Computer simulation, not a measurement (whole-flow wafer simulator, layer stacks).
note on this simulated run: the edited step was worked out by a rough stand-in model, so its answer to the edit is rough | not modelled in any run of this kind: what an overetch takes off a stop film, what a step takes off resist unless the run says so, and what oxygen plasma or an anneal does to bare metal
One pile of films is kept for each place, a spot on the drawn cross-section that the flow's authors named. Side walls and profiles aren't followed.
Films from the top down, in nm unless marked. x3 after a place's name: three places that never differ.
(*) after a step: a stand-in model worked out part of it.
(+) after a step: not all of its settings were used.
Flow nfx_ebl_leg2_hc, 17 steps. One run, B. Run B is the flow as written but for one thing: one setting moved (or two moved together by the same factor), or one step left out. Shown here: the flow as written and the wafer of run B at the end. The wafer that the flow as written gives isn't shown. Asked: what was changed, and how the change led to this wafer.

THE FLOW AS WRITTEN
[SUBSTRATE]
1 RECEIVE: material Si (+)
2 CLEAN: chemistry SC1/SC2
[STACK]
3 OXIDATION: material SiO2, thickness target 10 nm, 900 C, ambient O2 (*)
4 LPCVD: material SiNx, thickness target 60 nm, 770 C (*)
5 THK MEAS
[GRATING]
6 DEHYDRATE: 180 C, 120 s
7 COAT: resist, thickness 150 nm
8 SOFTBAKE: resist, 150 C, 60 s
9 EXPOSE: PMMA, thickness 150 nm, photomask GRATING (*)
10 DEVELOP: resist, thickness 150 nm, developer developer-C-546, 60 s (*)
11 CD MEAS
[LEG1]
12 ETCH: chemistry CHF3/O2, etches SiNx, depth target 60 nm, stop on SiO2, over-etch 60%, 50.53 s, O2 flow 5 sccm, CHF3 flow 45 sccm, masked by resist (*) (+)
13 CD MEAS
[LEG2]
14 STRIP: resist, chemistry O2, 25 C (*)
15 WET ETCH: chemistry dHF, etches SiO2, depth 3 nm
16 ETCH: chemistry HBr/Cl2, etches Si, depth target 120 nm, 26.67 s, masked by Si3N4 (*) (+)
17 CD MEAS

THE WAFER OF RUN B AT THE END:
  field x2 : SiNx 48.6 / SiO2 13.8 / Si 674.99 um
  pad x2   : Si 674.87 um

The cause: step 3, OXIDATION: 935 C was run, where the flow has 900 C.

How the change led to this, step by step:
  3 OXIDATION: material SiO2, thickness target 10 nm, 900 C, ambient O2 (*)
      field x2, pad x2: SiO2 +13.8 (new film), chemical SiO2 -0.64 (all of it), Si -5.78 (as written it would be: SiO2 +10 (new film), chemical SiO2 -0.64 (all of it), Si -4.12)
  12 ETCH: chemistry CHF3/O2, etches SiNx, depth target 60 nm, stop on SiO2, over-etch 60%, 50.53 s, O2 flow 5 sccm, CHF3 flow 45 sccm, masked by resist (*) (+)
      pad x2: SiNx -60 (all of it), SiO2 -13.8 (all of it) (as written it would be: SiNx -60 (all of it), SiO2 -10 (all of it))
